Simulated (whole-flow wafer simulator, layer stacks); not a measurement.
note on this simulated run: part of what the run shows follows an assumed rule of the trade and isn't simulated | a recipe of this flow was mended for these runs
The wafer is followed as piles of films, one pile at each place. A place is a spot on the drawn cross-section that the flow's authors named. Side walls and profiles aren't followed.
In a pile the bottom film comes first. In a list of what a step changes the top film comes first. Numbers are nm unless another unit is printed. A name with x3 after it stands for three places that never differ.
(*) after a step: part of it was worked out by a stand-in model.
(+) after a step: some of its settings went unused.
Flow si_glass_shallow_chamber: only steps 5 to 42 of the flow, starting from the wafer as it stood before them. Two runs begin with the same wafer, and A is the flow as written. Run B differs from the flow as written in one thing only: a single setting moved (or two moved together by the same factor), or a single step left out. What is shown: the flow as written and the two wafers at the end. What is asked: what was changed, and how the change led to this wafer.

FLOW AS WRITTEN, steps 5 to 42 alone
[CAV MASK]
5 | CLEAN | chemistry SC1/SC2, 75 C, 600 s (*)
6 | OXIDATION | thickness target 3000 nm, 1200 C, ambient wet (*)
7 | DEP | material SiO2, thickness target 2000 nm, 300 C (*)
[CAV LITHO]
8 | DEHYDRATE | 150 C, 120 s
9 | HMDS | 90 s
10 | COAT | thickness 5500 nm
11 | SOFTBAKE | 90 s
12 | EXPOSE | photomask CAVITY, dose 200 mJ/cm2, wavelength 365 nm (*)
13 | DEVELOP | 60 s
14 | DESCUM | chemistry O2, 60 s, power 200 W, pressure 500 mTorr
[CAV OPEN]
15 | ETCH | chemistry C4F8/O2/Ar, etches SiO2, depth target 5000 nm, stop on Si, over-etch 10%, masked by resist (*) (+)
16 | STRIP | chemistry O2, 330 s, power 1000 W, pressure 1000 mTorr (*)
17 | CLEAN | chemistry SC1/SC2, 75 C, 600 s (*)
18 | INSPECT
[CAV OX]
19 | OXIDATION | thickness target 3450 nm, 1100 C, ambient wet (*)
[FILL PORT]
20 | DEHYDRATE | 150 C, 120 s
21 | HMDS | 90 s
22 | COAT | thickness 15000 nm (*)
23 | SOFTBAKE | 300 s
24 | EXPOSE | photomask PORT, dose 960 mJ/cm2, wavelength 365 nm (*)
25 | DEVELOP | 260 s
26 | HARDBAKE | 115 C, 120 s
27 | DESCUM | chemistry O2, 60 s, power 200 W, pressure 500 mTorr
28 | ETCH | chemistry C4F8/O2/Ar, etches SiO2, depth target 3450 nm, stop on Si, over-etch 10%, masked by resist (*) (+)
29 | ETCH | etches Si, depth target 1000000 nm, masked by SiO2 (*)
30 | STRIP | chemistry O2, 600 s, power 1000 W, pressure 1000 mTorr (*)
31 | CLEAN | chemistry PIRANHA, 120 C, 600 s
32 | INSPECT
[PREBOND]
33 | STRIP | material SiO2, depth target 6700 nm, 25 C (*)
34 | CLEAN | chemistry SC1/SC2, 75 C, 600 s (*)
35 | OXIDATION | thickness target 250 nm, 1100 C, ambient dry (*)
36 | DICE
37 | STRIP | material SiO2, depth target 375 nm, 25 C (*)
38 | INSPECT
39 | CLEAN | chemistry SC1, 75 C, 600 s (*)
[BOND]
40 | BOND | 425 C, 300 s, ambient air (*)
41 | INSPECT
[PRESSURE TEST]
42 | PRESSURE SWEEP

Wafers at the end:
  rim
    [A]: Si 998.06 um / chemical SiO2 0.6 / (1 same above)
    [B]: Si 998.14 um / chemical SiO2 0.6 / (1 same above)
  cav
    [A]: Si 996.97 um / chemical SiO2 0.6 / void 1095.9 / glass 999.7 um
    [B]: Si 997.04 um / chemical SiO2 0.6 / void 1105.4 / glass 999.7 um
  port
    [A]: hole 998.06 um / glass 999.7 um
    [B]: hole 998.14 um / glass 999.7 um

What caused this: step 6, OXIDATION: thickness target 2784 nm was run, though the flow has thickness target 3000 nm.

Step by step, how the change led to this:
  6 | OXIDATION | thickness target 3000 nm, 1200 C, ambient wet (*)
      rim, ramp, cav, port, septum, ring: A SiO2 gains 3000 (new film), chemical SiO2 loses 0.6 (all of it), Si loses 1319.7 | B SiO2 gains 2784 (new film), chemical SiO2 loses 0.6 (all of it), Si loses 1224.7
  15 | ETCH | chemistry C4F8/O2/Ar, etches SiO2, depth target 5000 nm, stop on Si, over-etch 10%, masked by resist (*) (+)
      rim, ramp, septum, ring: A thick-i-line-resist loses 1100 | B thick-i-line-resist loses 1052.5
      cav, port: A SiO2 loses 5000 (all of it), Si loses 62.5 | B SiO2 loses 4784 (all of it), Si loses 89.5
  19 | OXIDATION | thickness target 3450 nm, 1100 C, ambient wet (*)
      rim, ramp, septum, ring: A SiO2 gains 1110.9, Si loses 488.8 | B SiO2 gains 1150.9, Si loses 506.4
  22 | COAT | thickness 15000 nm (*)
      rim: A thick-i-line-resist gains 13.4 um (new film) | B thick-i-line-resist gains 13.47 um (new film)
      ramp: A thick-i-line-resist gains 12.89 um (new film) | B thick-i-line-resist gains 12.98 um (new film)
      (as well as at 3 more places)
  23 | SOFTBAKE | 300 s
      rim: A thick-i-line-resist loses 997 | B thick-i-line-resist loses 950.1
      ramp: A thick-i-line-resist loses 487.1 | B thick-i-line-resist loses 462.4
      (as well as at 4 more places)
  25 | DEVELOP | 260 s
      port: A thick-i-line-resist loses 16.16 um (all of it) | B thick-i-line-resist loses 16.1 um (all of it)
  29 | ETCH | etches Si, depth target 1000000 nm, masked by SiO2 (*)
      rim, ramp: A thick-i-line-resist loses 11.47 um (all of it), SiO2 loses 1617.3 | B thick-i-line-resist loses 11.59 um (all of it), SiO2 loses 1556.5
      port: A hole gains 997.05 um (new film), Si loses 997.05 um (all of it) | B hole gains 997.12 um (new film), Si loses 997.12 um (all of it)
      (as well as at 2 more places)
  30 | STRIP | chemistry O2, 600 s, power 1000 W, pressure 1000 mTorr (*)
      cav: A thick-i-line-resist loses 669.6 (all of it) | B thick-i-line-resist loses 619 (all of it)
  33 | STRIP | material SiO2, depth target 6700 nm, 25 C (*)
      rim, ramp: A SiO2 loses 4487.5 (all of it) | B SiO2 loses 4372.3 (all of it)
      septum: A SiO2 loses 5732.1 (all of it) | B SiO2 loses 5561.4 (all of it)
      (as well as at 1 more place)
